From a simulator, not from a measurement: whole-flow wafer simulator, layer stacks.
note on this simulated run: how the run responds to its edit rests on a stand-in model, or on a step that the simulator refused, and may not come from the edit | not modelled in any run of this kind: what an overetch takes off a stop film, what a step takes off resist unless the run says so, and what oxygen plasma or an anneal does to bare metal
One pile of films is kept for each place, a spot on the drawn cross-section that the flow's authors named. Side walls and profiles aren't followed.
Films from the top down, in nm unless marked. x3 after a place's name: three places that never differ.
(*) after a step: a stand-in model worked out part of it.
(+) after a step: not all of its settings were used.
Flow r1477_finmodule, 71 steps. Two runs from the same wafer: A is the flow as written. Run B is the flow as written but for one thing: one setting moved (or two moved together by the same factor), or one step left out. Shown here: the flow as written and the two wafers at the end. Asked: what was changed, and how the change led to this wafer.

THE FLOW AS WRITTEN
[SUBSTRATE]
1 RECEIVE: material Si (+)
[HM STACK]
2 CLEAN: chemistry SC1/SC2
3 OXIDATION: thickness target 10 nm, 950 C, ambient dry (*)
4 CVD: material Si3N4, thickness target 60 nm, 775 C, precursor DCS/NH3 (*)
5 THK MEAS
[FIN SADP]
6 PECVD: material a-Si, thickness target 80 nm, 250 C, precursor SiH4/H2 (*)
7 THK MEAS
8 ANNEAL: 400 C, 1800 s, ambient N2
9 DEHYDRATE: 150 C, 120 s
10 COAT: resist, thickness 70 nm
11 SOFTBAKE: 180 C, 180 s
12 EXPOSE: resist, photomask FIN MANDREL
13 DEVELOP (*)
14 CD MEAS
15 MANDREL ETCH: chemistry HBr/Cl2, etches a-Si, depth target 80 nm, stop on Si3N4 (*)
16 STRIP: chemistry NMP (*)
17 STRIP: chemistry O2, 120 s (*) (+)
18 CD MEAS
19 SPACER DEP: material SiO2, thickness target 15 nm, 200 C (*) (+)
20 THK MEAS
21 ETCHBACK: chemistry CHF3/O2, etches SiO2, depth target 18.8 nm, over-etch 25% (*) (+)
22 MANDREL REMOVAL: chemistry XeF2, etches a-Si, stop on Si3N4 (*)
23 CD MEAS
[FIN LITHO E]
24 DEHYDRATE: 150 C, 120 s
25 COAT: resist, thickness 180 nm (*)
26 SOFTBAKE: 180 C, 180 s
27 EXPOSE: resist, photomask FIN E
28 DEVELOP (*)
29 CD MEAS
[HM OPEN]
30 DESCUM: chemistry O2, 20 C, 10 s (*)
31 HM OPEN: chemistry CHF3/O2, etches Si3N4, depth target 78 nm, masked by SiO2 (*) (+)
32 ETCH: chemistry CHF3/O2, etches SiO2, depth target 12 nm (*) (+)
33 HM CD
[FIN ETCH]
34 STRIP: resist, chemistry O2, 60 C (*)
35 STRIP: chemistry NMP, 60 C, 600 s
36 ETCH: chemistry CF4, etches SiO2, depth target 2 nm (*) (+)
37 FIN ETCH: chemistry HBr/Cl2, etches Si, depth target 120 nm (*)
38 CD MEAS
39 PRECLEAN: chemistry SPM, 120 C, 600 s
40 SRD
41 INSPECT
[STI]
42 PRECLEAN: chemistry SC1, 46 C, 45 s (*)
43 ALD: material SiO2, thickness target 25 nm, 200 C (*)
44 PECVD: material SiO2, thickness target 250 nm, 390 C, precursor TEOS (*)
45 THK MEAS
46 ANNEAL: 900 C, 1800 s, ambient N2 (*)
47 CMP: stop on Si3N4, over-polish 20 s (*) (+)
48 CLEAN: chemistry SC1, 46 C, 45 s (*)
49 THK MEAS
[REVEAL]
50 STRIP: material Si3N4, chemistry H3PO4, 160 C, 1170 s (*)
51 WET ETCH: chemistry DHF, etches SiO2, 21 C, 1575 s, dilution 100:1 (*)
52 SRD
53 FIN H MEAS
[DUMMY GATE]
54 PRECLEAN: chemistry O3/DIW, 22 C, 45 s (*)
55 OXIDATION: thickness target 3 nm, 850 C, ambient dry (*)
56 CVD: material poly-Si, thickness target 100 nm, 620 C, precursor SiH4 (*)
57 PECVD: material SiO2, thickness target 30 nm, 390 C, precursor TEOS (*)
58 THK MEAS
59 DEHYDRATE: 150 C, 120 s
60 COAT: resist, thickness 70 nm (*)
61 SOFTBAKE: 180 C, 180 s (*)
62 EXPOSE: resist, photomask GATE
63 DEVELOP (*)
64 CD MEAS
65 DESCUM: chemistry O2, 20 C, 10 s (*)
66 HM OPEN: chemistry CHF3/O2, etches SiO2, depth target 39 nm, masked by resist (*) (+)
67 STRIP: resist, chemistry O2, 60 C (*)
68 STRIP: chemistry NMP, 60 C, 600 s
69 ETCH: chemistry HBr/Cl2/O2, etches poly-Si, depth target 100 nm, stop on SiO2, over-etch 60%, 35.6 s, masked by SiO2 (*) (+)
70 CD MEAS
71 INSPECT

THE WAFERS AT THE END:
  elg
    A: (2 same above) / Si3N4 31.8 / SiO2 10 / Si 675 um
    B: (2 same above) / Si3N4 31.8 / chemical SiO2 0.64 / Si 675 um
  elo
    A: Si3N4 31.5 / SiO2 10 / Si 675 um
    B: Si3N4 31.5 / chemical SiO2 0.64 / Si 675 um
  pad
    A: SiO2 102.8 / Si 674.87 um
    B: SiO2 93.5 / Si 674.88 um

The cause: step 3, OXIDATION: thickness target 10 nm, 950 C, ambient dry (*), was left out.

How the change led to this, step by step:
  31 HM OPEN: chemistry CHF3/O2, etches Si3N4, depth target 78 nm, masked by SiO2 (*) (+)
      pad, padg, esg and 13 more: A Si3N4 -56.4 (all of it), SiO2 -10 (all of it) | B Si3N4 -56.4 (all of it), chemical SiO2 -0.64 (all of it)
      s40cg, s45cg, s50cg, s40co, s45co, s50co: A Si3N4 -60 (all of it), SiO2 -9 | B Si3N4 -60 (all of it), chemical SiO2 -0.64 (all of it)
  32 ETCH: chemistry CHF3/O2, etches SiO2, depth target 12 nm (*) (+)
      s40cg, s40co: A SiO2 -1 (all of it), Si -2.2 | B Si -2.11
      s45cg, s45co: A SiO2 -1 (all of it), Si -2.2 | B Si -2.14
      (and at 2 more places)
  43 ALD: material SiO2, thickness target 25 nm, 200 C (*)
      s45cg, s50cg, s45co, s50co: A SiO2 +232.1 (new film) | B SiO2 +222.7 (new film)
      s40cg, s40co: A SiO2 +232.1 (new film) | B SiO2 +222.6 (new film)
      (and at 1 more place)
  47 CMP: stop on Si3N4, over-polish 20 s (*) (+)
      pad, padg, e40sg and 11 more: A SiO2 -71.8 | B SiO2 -81.1
      eso: A SiO2 -72.4 | B SiO2 -81.7
  50 STRIP: material Si3N4, chemistry H3PO4, 160 C, 1170 s (*)
      s40sg_line, s45sg_line, s50sg_line, s40so_line, s45so_line, s50so_line: A Si3N4 -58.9 (all of it), SiO2 -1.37 | B Si3N4 -58.9 (all of it), chemical SiO2 -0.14, Si -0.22
  51 WET ETCH: chemistry DHF, etches SiO2, 21 C, 1575 s, dilution 100:1 (*)
      s40sg_line, s45sg_line, s50sg_line, s40so_line, s45so_line, s50so_line: A SiO2 -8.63 (all of it) | B chemical SiO2 -0.5 (all of it)
  56 CVD: material poly-Si, thickness target 100 nm, 620 C, precursor SiH4 (*)
      s40cg, s40co: A poly-Si +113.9 (new film) | B poly-Si +125.1 (new film)
      s45cg, s45co: A poly-Si +113.4 (new film) | B poly-Si +125.1 (new film)
      (and at 2 more places)
  60 COAT: resist, thickness 70 nm (*)
      s40cg, s40co: A resist +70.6 (new film) | B resist +68.7 (new film)
      s40sg, s40so: A resist +91 (new film) | B resist +100.3 (new film)
      (and at 8 more places)
  63 DEVELOP (*)
      s40co: A resist -70.6 (all of it) | B resist -68.7 (all of it)
      s40so: A resist -91 (all of it) | B resist -100.3 (all of it)
      (and at 4 more places)
  67 STRIP: resist, chemistry O2, 60 C (*)
      s40cg: A resist -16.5 (all of it) | B resist -14.6 (all of it)
      s40sg: A resist -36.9 (all of it) | B resist -46.2 (all of it)
      (and at 5 more places)
  69 ETCH: chemistry HBr/Cl2/O2, etches poly-Si, depth target 100 nm, stop on SiO2, over-etch 60%, 35.6 s, masked by SiO2 (*) (+)
      s40co: A chemical SiO2 -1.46 (all of it), poly-Si -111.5 (all of it), SiO2 -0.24 | B chemical SiO2 -1.46 (all of it), poly-Si -122.6 (all of it), SiO2 -0.19
      s45co: A chemical SiO2 -1.46 (all of it), poly-Si -110.9 (all of it), SiO2 -0.25 | B chemical SiO2 -1.46 (all of it), poly-Si -122.6 (all of it), SiO2 -0.19
      (and at 1 more place)
